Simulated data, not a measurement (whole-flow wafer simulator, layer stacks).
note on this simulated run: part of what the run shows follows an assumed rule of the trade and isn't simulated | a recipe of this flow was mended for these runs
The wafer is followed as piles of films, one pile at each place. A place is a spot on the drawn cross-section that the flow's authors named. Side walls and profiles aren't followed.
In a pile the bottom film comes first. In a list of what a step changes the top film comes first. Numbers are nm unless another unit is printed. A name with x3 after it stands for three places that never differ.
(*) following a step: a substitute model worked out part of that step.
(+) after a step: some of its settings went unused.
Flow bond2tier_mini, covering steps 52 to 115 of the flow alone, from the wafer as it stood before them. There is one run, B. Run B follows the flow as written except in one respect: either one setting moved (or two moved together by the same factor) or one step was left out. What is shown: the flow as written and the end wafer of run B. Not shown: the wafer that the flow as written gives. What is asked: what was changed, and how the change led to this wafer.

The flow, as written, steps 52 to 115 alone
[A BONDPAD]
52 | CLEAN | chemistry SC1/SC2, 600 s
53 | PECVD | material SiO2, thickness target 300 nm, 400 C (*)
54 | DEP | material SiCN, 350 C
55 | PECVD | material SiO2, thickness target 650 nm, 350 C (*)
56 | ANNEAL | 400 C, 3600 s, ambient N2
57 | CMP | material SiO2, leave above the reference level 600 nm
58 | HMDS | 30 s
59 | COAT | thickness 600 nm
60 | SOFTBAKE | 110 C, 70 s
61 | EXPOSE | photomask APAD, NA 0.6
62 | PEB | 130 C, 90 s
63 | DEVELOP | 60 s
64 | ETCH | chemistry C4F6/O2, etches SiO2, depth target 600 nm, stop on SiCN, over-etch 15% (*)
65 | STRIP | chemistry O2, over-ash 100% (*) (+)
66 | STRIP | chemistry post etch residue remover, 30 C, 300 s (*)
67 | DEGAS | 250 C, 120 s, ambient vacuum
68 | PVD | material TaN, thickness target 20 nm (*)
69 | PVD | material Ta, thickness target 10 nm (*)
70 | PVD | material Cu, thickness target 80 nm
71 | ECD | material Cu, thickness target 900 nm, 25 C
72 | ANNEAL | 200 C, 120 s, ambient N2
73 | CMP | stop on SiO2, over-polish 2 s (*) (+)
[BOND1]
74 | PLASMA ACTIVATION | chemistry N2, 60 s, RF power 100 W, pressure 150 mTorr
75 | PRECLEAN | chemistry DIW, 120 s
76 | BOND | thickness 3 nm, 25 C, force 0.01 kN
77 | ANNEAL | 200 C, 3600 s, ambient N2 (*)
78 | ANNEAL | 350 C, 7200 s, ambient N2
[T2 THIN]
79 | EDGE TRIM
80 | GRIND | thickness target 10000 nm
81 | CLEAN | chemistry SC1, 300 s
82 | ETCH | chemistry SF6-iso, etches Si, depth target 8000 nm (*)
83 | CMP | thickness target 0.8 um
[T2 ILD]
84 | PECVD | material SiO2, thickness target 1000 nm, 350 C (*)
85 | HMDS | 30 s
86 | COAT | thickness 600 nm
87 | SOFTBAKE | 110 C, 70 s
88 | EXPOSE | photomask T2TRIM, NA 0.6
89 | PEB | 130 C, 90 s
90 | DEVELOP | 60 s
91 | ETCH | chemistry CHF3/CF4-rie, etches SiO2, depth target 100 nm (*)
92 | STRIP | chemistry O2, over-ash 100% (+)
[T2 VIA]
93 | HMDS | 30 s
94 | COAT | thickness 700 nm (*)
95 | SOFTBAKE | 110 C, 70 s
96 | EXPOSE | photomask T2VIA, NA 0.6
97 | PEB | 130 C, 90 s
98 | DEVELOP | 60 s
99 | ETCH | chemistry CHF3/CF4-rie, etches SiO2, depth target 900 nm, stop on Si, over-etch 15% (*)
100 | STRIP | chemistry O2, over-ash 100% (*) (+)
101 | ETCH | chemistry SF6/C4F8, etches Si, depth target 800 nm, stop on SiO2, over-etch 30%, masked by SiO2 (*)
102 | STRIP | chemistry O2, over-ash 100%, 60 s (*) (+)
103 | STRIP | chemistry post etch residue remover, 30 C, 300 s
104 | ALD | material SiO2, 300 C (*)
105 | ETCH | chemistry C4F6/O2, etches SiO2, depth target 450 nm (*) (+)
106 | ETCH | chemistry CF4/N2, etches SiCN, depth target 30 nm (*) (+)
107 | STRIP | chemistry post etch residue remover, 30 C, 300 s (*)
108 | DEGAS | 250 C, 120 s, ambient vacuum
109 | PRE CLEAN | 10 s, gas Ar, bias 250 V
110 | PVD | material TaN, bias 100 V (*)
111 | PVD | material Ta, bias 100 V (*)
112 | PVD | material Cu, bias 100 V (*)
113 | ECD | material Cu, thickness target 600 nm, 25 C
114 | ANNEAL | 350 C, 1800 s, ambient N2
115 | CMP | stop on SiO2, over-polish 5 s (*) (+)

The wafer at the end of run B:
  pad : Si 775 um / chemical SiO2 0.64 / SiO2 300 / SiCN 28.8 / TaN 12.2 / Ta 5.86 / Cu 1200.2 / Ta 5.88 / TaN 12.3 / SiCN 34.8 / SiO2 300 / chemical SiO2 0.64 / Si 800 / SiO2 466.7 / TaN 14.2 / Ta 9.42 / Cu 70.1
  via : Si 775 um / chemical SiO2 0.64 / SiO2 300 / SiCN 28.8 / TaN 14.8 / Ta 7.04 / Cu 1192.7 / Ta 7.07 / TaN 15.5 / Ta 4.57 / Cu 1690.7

What caused this: step 64, ETCH: over-etch 21% was run, whereas the flow has over-etch 15%.

Step by step, how the change led to this:
  64 | ETCH | chemistry C4F6/O2, etches SiO2, depth target 600 nm, stop on SiCN, over-etch 15% (*)
      pad, via: -600 SiO2 (all of it), -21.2 SiCN (it would be, as written: -600 SiO2 (all of it), -15.2 SiCN)
      field: -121 thick-KrF-resist (it would be, as written: -115 thick-KrF-resist)
